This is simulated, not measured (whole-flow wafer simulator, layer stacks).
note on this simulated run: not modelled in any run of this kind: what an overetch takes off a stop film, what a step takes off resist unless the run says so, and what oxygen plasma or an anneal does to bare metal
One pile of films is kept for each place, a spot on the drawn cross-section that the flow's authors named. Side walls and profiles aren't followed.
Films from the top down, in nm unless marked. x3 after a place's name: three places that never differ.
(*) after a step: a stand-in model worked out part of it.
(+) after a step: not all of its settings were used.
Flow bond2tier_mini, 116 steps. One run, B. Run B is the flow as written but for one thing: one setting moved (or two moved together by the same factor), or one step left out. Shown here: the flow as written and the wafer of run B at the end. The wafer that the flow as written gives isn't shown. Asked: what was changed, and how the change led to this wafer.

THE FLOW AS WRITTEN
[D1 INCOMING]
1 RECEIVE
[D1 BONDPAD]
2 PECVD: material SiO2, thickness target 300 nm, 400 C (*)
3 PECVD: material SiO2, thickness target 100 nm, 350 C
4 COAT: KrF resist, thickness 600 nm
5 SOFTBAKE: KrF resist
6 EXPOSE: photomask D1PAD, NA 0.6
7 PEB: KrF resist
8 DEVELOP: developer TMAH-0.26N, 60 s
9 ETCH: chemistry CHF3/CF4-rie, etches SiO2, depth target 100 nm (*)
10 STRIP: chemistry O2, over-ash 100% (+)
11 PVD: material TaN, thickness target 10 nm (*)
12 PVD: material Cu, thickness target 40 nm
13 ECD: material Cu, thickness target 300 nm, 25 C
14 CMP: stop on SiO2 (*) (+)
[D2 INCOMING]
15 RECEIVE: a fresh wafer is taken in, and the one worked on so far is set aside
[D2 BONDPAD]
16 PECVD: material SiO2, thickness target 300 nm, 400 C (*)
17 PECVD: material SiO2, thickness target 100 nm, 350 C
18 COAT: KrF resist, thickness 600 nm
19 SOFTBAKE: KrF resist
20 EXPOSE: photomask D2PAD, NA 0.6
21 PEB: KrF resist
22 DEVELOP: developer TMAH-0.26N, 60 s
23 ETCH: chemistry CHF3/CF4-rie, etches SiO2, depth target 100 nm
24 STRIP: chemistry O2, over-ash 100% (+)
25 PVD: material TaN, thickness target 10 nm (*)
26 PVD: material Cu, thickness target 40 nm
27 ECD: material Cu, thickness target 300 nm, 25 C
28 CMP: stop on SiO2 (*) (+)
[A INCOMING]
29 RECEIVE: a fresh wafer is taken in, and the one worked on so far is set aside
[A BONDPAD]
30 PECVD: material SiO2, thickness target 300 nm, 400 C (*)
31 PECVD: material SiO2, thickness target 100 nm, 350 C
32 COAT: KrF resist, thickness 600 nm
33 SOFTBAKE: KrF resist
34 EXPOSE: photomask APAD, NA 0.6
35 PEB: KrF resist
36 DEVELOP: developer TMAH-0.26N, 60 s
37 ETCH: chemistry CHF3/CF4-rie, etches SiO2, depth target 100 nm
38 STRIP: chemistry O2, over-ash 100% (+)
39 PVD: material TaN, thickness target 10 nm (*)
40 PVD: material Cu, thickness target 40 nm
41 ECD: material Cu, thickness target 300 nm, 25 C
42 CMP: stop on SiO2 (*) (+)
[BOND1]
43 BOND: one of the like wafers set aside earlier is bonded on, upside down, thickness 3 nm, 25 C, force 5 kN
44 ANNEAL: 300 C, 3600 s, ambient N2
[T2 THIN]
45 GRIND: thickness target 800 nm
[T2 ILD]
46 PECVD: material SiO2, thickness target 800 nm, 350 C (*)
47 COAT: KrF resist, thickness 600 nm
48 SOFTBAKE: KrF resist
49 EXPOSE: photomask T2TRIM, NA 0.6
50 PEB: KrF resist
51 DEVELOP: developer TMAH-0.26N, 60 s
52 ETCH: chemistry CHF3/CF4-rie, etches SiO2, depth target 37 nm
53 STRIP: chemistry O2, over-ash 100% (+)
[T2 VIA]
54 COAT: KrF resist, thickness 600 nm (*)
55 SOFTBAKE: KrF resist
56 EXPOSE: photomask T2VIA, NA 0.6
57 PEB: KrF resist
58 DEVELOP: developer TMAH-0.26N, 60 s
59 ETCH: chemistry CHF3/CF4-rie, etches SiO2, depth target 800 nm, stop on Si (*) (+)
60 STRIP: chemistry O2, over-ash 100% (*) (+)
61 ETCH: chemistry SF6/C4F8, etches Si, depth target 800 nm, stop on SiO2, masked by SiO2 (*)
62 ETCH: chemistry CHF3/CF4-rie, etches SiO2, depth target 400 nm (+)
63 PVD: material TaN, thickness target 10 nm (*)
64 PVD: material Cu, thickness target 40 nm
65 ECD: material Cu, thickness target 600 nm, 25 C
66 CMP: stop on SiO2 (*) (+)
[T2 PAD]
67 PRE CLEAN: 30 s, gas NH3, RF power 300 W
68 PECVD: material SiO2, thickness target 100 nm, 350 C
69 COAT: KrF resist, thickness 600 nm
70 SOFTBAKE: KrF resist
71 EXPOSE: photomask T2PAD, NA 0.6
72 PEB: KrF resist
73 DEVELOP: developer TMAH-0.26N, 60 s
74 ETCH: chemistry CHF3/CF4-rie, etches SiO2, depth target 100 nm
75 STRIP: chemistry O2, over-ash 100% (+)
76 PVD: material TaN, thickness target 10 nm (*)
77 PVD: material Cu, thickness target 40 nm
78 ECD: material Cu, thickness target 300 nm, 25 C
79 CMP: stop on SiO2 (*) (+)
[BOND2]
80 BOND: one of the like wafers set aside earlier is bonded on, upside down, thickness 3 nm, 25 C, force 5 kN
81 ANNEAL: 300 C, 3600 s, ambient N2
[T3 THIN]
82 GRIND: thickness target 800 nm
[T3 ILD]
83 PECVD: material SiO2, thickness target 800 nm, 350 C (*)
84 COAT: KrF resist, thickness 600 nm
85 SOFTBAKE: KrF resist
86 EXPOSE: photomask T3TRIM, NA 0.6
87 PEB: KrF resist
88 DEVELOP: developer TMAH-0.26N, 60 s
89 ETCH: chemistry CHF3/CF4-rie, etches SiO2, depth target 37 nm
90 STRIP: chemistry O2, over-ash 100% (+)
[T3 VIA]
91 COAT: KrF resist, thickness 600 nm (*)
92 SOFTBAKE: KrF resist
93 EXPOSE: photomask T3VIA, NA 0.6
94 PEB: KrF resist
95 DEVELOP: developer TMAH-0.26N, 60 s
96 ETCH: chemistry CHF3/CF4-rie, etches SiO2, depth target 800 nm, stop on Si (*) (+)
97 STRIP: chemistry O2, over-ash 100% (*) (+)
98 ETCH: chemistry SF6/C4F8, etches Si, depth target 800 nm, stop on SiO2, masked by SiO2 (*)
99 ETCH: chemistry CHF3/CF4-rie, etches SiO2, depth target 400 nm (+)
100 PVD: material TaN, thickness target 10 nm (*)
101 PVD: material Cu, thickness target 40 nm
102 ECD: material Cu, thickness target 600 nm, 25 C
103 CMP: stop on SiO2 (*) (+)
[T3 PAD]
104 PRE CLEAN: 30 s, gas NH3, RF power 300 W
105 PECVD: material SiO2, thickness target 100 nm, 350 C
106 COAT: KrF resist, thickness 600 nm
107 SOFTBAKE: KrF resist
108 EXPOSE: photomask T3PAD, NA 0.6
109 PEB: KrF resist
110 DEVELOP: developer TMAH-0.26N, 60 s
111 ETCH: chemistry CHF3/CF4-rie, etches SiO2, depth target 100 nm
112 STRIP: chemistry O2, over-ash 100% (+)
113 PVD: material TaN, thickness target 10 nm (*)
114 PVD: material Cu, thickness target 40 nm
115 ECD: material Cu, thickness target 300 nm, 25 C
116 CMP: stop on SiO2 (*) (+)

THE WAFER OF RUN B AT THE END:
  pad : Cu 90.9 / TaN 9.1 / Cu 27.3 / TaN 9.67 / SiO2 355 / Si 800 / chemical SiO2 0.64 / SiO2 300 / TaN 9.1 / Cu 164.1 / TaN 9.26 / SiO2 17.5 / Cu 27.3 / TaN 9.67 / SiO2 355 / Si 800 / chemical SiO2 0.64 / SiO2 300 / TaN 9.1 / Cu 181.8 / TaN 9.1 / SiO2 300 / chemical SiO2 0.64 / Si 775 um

The cause: step 74, ETCH: depth target 82.5 nm was run, where the flow has depth target 100 nm.

How the change led to this, step by step:
  74 ETCH: chemistry CHF3/CF4-rie, etches SiO2, depth target 100 nm
      pad: SiO2 -82.5 (as written it would be: SiO2 -100 (all of it))
      field: KrF resist -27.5 (as written it would be: KrF resist -33.3)
  78 ECD: material Cu, thickness target 300 nm, 25 C
      pad: Cu +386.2 (as written it would be: Cu +404.5)
Counting metal films that touch as one body, pad has 4 bodies (between them, from the top down: SiO2 355 / Si 800 / chemical SiO2 0.64 / SiO2 300; SiO2 17.5; SiO2 355 / Si 800 / chemical SiO2 0.64 / SiO2 300); the flow as written gives 3 bodies (between them, from the top down: SiO2 355 / Si 800 / chemical SiO2 0.64 / SiO2 300; SiO2 355 / Si 800 / chemical SiO2 0.64 / SiO2 300).
